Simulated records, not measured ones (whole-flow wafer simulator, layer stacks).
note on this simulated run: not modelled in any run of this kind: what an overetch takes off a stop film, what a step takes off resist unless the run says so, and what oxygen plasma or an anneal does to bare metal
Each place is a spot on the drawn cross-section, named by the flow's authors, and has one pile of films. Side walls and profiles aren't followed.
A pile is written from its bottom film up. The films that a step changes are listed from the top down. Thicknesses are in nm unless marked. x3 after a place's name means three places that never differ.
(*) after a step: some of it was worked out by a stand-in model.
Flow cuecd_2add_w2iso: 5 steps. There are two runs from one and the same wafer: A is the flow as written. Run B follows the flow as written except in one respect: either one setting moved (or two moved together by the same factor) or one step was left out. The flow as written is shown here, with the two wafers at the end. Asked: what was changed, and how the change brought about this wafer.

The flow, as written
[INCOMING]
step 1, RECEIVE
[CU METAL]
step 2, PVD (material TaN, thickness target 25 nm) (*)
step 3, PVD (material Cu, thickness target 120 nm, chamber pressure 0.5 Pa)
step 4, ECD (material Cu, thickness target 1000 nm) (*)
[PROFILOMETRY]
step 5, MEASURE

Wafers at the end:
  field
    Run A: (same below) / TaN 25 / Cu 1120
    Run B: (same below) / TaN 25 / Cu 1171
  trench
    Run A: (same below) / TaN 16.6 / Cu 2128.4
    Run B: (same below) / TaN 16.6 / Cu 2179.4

Cause: step 3, PVD: thickness target 171 nm was run, while the flow as written has thickness target 120 nm.

The path from the change to this, step by step:
  step 3, PVD (material Cu, thickness target 120 nm, chamber pressure 0.5 Pa)
      field: A +120 Cu (new film) | B +171 Cu (new film)
      trench: A +80.8 Cu (new film) | B +114.8 Cu (new film)
